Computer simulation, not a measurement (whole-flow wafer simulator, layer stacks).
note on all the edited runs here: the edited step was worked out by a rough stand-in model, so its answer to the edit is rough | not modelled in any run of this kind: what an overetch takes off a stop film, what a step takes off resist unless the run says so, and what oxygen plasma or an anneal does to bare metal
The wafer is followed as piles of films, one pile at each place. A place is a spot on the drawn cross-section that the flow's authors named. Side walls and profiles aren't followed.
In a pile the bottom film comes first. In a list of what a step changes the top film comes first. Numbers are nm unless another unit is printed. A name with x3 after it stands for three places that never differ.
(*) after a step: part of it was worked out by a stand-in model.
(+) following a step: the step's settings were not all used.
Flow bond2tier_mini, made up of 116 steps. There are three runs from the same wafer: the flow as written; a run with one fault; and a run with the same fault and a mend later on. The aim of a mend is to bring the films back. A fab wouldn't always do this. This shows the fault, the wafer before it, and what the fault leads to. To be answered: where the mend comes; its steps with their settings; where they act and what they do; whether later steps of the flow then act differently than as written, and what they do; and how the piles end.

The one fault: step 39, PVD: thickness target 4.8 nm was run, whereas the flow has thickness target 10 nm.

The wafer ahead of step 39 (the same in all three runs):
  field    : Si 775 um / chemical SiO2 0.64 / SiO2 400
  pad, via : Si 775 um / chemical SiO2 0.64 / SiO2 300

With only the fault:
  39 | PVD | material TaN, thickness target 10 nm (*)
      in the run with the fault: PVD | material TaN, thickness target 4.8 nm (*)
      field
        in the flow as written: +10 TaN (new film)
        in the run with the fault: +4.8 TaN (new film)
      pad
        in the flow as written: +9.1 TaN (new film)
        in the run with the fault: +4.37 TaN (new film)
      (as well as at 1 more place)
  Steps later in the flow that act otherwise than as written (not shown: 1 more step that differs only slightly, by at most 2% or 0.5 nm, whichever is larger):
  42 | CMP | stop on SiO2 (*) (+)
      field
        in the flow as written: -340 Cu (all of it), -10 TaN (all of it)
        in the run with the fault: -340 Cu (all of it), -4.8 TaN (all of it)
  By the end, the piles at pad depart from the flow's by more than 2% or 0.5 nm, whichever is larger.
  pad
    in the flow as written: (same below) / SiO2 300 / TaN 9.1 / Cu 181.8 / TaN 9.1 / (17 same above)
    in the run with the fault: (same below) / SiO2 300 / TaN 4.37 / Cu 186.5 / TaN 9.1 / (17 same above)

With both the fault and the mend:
  After step 39 comes the mend.
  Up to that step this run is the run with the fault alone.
  39a | PVD | material TaN, thickness target 5.2 nm (*) (the flow's step 39 again, with other settings)
      field
        +5.2 TaN
      pad
        +4.73 TaN
      via
        +5.19 TaN
  None of the later steps of the flow acts differently than as written at any place that is followed.
  At every place that both follow, the piles at the end match the flow's.
